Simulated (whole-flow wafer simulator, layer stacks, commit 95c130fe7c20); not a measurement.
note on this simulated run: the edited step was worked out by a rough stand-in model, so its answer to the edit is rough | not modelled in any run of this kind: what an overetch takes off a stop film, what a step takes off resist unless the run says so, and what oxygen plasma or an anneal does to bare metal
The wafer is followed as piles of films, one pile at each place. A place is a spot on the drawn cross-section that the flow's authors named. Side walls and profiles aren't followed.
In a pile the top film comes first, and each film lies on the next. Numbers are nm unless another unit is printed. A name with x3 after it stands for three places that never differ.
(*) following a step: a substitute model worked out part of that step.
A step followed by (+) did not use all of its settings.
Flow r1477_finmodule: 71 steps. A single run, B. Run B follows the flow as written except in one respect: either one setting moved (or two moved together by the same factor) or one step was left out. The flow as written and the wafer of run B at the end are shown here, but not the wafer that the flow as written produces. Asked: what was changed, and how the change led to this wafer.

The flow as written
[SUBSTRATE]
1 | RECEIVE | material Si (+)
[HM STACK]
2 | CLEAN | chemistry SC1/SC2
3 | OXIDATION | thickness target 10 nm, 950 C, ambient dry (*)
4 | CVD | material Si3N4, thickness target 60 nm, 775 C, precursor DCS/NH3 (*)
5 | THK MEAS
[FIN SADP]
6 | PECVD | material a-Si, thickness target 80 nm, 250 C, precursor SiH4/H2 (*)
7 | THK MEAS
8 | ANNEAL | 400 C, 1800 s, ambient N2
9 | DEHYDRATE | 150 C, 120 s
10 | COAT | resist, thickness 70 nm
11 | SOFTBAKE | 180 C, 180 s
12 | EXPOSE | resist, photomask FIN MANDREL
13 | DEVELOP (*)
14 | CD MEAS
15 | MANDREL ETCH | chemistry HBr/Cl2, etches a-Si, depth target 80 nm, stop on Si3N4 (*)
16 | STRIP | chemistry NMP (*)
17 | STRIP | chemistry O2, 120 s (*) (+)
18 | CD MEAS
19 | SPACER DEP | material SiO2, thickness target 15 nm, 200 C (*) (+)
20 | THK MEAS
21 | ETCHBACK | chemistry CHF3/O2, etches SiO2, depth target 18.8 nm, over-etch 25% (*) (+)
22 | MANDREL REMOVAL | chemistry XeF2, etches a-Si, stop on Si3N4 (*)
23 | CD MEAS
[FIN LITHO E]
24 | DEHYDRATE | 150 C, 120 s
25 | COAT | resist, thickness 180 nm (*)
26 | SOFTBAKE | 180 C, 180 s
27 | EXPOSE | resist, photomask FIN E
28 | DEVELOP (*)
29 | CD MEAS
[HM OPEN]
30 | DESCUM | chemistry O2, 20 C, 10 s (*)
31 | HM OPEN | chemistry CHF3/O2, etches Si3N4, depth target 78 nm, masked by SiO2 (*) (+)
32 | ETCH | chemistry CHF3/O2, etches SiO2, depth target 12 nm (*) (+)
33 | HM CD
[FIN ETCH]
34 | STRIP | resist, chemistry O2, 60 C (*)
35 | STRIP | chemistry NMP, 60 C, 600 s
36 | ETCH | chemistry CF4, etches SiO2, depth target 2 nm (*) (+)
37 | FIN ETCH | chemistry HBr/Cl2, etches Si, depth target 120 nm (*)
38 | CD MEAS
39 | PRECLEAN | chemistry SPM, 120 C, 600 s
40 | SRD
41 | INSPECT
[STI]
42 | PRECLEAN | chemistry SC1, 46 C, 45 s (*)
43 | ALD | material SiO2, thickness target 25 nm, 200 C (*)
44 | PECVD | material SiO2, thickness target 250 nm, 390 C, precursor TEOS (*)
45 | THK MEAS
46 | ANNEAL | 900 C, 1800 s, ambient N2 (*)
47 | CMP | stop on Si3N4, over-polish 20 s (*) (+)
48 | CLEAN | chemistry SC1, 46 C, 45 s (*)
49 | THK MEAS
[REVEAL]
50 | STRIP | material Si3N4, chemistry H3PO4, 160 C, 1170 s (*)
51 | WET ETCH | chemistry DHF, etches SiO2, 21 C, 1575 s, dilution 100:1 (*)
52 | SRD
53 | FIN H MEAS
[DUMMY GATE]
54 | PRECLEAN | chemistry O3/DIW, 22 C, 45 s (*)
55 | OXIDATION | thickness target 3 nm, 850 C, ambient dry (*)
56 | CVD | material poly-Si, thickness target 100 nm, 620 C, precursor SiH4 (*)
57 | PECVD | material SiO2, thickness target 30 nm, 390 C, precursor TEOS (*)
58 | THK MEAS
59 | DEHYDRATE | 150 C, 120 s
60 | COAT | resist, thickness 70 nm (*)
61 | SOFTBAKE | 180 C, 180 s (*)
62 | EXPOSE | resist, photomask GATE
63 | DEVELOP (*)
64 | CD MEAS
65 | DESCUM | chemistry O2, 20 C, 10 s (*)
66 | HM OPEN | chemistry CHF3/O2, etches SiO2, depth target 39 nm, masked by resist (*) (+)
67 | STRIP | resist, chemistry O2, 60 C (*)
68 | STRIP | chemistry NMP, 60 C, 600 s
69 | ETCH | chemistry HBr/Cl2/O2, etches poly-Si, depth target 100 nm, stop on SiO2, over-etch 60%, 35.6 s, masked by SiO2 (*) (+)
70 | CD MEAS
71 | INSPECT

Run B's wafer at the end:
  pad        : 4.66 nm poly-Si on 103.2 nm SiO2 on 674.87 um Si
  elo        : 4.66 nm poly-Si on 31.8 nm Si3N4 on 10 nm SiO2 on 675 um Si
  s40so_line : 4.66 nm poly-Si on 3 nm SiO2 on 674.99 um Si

The reason: step 56, CVD: thickness target 167.1 nm was run, while the flow as written has thickness target 100 nm.

Step by step, how the change led to this:
  56 | CVD | material poly-Si, thickness target 100 nm, 620 C, precursor SiH4 (*)
      pad, padg, elg and 26 more: +167.1 poly-Si (new film) (as written it would have been: +100 poly-Si (new film))
      s40cg, s40co: +181.8 poly-Si (new film) (as written it would have been: +113.9 poly-Si (new film))
      (as well as at 5 more places)
  67 | STRIP | resist, chemistry O2, 60 C (*)
      s40cg: -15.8 resist (all of it) (as written it would have been: -16.5 resist (all of it))
      s45cg: -16.1 resist (all of it) (as written it would have been: -16.9 resist (all of it))
      (as well as at 1 more place)
  69 | ETCH | chemistry HBr/Cl2/O2, etches poly-Si, depth target 100 nm, stop on SiO2, over-etch 60%, 35.6 s, masked by SiO2 (*) (+)
      pad, eso, e40so and 8 more: -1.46 chemical SiO2 (all of it), -160 poly-Si (as written it would have been: -1.46 chemical SiO2 (all of it), -97.6 poly-Si (all of it), -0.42 SiO2)
      elo, e40lo, e100lo, e200lo: -1.46 chemical SiO2 (all of it), -160 poly-Si (as written it would have been: -1.46 chemical SiO2 (all of it), -97.6 poly-Si (all of it), -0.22 Si3N4)
      (as well as at 3 more places)
